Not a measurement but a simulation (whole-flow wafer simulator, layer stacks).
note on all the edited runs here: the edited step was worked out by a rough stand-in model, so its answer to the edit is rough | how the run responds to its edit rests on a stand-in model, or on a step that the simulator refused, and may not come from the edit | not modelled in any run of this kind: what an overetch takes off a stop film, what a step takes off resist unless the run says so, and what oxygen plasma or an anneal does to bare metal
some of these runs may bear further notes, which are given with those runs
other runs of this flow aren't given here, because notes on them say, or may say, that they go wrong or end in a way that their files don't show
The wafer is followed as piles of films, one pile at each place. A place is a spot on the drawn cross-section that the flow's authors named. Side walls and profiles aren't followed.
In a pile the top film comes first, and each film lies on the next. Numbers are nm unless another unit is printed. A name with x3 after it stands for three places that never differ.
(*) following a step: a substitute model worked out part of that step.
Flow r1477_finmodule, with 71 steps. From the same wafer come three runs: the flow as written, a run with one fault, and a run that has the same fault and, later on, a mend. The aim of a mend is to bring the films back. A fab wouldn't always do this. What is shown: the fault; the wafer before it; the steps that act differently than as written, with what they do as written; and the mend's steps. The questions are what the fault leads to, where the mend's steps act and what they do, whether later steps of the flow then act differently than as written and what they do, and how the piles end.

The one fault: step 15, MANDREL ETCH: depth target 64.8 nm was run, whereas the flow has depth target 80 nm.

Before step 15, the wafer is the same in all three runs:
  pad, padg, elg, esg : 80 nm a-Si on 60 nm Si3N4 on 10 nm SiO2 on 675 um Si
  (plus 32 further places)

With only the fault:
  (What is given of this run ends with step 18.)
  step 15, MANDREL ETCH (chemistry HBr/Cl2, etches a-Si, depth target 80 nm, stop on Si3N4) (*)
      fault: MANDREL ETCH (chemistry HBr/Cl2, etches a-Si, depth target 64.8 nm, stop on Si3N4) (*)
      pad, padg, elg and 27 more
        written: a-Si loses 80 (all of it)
        fault: a-Si loses 64.8
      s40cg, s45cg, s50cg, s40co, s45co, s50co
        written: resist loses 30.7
        fault: resist loses 24.8
  Later steps of the flow acting differently than as written:
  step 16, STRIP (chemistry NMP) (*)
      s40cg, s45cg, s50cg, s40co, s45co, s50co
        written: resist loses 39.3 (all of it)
        fault: resist loses 45.2 (all of it)
  Once step 18 is done, the piles at pad, padg, elg and 27 more depart from the flow's by more than 2% or 0.5 nm, whichever is larger.
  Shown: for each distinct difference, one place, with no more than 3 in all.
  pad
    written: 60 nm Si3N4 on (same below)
    fault: 15.2 nm a-Si on 60 nm Si3N4 on (same below)

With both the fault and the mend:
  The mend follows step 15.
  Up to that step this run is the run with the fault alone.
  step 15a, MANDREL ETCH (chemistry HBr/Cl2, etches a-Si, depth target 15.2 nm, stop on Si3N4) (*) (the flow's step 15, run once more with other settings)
      pad, padg, elg and 27 more
        a-Si loses 15.2 (all of it)
      s40cg, s45cg, s50cg, s40co, s45co, s50co
        resist loses 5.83
  Every later step of the flow that is run acts as written at every place that is followed.
  At every place that both follow, the piles at the end match the flow's.
